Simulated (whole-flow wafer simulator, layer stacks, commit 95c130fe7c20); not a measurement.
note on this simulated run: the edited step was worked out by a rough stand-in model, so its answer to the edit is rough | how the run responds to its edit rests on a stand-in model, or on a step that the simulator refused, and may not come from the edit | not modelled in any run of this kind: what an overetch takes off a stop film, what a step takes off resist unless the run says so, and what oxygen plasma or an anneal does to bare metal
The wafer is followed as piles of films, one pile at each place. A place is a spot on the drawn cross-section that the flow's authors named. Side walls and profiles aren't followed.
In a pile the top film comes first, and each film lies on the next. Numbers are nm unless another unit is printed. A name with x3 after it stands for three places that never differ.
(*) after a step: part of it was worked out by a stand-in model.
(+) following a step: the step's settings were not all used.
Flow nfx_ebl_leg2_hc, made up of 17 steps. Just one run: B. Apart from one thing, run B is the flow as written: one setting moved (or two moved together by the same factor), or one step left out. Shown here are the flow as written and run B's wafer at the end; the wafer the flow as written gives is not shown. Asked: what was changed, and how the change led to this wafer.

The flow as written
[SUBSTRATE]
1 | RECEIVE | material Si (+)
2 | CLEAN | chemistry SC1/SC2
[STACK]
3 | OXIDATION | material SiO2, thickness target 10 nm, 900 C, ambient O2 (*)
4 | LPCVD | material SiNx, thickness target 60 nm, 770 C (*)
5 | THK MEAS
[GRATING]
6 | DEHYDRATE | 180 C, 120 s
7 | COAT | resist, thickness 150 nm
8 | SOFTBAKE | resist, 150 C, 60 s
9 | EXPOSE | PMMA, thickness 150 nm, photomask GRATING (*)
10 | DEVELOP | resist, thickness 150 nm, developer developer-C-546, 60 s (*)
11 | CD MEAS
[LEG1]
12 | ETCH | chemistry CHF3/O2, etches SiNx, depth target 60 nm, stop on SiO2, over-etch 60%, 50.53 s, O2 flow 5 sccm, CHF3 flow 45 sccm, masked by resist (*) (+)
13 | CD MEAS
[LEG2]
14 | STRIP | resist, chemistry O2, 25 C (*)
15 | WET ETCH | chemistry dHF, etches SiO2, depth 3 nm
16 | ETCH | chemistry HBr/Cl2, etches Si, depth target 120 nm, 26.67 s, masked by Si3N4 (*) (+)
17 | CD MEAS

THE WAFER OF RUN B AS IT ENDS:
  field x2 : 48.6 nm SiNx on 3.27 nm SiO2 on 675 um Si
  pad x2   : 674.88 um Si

The reason: step 3, OXIDATION: 765 C was run, while the flow as written has 900 C.

Step by step, how the change led to this:
  3 | OXIDATION | material SiO2, thickness target 10 nm, 900 C, ambient O2 (*)
      field x2, pad x2: +3.27 SiO2 (new film), -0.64 chemical SiO2 (all of it), -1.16 Si (in the flow as written it would be: +10 SiO2 (new film), -0.64 chemical SiO2 (all of it), -4.12 Si)
  12 | ETCH | chemistry CHF3/O2, etches SiNx, depth target 60 nm, stop on SiO2, over-etch 60%, 50.53 s, O2 flow 5 sccm, CHF3 flow 45 sccm, masked by resist (*) (+)
      pad x2: -60 SiNx (all of it), -3.27 SiO2 (all of it) (in the flow as written it would be: -60 SiNx (all of it), -10 SiO2 (all of it))
